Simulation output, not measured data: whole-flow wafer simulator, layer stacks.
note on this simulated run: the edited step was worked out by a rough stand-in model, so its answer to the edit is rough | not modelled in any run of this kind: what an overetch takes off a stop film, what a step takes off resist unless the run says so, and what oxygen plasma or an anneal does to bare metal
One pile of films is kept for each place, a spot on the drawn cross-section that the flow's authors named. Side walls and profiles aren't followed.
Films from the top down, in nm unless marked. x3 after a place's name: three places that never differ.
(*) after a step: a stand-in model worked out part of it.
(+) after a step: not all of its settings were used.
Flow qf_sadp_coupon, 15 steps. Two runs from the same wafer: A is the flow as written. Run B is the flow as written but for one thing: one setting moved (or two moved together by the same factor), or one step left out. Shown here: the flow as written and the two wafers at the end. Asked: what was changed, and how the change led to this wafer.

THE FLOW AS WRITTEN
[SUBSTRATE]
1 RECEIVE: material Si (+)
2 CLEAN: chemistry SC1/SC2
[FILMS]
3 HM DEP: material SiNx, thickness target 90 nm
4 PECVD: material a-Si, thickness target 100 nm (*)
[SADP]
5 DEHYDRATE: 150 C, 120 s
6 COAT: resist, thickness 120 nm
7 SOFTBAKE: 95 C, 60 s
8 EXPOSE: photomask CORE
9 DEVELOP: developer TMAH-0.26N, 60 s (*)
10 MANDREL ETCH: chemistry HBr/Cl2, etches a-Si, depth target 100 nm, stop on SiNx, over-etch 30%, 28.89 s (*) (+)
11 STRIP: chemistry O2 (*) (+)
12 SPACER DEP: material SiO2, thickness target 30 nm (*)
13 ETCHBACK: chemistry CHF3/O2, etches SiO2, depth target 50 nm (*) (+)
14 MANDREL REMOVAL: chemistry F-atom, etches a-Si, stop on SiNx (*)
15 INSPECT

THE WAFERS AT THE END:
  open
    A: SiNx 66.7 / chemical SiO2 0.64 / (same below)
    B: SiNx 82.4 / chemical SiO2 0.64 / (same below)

The cause: step 13, ETCHBACK: depth target 33.5 nm was run, where the flow has depth target 50 nm.

How the change led to this, step by step:
  13 ETCHBACK: chemistry CHF3/O2, etches SiO2, depth target 50 nm (*) (+)
      m: A SiO2 -30 (all of it), chemical SiO2 -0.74 (all of it), a-Si -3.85 | B SiO2 -30 (all of it), chemical SiO2 -0.74 (all of it), a-Si -0.55
      open: A SiO2 -30 (all of it), SiNx -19 | B SiO2 -30 (all of it), SiNx -3.33
  14 MANDREL REMOVAL: chemistry F-atom, etches a-Si, stop on SiNx (*)
      m: A a-Si -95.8 (all of it) | B a-Si -99.1 (all of it)
